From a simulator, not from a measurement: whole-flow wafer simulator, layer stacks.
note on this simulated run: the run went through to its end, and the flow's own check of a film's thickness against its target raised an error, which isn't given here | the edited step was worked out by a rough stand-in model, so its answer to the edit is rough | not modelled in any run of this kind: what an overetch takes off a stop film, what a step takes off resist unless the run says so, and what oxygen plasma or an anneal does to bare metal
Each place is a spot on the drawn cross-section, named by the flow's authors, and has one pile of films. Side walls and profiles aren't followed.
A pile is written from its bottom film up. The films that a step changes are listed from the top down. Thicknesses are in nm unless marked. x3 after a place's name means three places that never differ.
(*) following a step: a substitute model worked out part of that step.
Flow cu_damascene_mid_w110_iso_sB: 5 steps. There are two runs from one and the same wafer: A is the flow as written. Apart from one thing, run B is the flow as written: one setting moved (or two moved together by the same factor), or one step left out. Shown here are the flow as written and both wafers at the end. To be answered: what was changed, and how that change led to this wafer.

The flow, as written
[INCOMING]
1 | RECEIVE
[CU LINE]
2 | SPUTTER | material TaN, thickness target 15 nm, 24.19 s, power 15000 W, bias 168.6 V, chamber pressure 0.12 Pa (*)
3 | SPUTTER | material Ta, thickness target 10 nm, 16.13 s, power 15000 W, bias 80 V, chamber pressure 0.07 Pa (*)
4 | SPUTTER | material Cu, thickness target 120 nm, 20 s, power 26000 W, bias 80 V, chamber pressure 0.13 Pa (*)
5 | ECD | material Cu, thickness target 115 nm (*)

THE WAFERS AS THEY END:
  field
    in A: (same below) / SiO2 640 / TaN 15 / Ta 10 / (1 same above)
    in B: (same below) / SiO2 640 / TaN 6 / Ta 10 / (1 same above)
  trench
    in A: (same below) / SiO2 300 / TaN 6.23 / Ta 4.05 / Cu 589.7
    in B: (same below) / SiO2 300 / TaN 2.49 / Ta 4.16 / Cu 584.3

Cause: step 2, SPUTTER: 9.68 s was run, though the flow has 24.19 s.

Step by step, how the change led to this:
  2 | SPUTTER | material TaN, thickness target 15 nm, 24.19 s, power 15000 W, bias 168.6 V, chamber pressure 0.12 Pa (*)
      field: A TaN gains 15 (new film) | B TaN gains 6 (new film)
      trench: A TaN gains 6.23 (new film) | B TaN gains 2.49 (new film)
  4 | SPUTTER | material Cu, thickness target 120 nm, 20 s, power 26000 W, bias 80 V, chamber pressure 0.13 Pa (*)
      trench: A Cu gains 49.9 (new film) | B Cu gains 51.3 (new film)
